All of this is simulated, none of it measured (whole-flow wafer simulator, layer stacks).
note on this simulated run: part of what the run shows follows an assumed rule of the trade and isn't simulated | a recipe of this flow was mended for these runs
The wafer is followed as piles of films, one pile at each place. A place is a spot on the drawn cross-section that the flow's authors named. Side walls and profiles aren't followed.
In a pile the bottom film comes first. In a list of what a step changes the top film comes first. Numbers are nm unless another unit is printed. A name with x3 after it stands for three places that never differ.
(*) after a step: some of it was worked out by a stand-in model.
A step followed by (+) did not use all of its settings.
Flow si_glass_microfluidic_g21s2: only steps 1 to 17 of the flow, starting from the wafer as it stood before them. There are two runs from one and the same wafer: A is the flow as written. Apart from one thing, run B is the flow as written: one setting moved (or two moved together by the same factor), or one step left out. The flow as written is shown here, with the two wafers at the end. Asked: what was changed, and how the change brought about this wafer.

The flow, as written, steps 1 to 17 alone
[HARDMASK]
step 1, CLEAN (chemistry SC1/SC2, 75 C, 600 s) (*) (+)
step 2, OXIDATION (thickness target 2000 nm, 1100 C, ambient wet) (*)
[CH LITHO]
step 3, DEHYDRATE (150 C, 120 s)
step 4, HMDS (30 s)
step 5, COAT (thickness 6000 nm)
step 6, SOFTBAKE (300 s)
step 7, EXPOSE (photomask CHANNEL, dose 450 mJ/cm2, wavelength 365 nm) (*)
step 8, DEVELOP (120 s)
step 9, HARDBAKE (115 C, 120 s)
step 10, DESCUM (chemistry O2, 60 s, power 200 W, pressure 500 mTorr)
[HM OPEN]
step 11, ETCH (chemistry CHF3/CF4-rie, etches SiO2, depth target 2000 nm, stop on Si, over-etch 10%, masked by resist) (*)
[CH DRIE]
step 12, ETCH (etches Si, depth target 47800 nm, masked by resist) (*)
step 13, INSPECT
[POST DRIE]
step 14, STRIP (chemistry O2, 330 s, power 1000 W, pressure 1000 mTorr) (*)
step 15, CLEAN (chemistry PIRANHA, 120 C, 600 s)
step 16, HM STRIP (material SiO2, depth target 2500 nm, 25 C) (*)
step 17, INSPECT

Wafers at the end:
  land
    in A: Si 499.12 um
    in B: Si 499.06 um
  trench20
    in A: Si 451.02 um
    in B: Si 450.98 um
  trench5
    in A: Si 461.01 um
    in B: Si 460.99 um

What caused this: step 2, OXIDATION: 1123 C was run, though the flow has 1100 C.

The path from the change to this, step by step:
  step 2, OXIDATION (thickness target 2000 nm, 1100 C, ambient wet) (*)
      land, trench20, trench5, trench200: A SiO2 gains 2000 (new film), chemical SiO2 loses 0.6 (all of it), Si loses 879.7 | B SiO2 gains 2130.7 (new film), chemical SiO2 loses 0.6 (all of it), Si loses 937.2
  step 11, ETCH (chemistry CHF3/CF4-rie, etches SiO2, depth target 2000 nm, stop on Si, over-etch 10%, masked by resist) (*)
      trench20, trench5, trench200: A SiO2 loses 2000 (all of it), Si loses 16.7 | B SiO2 loses 2130.7 (all of it), Si loses 5.78
  step 12, ETCH (etches Si, depth target 47800 nm, masked by resist) (*)
      trench5: A Si loses 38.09 um | B Si loses 38.06 um
      trench200: A Si loses 54.08 um | B Si loses 54.1 um
  step 16, HM STRIP (material SiO2, depth target 2500 nm, 25 C) (*)
      land: A SiO2 loses 2000 (all of it) | B SiO2 loses 2130.7 (all of it)
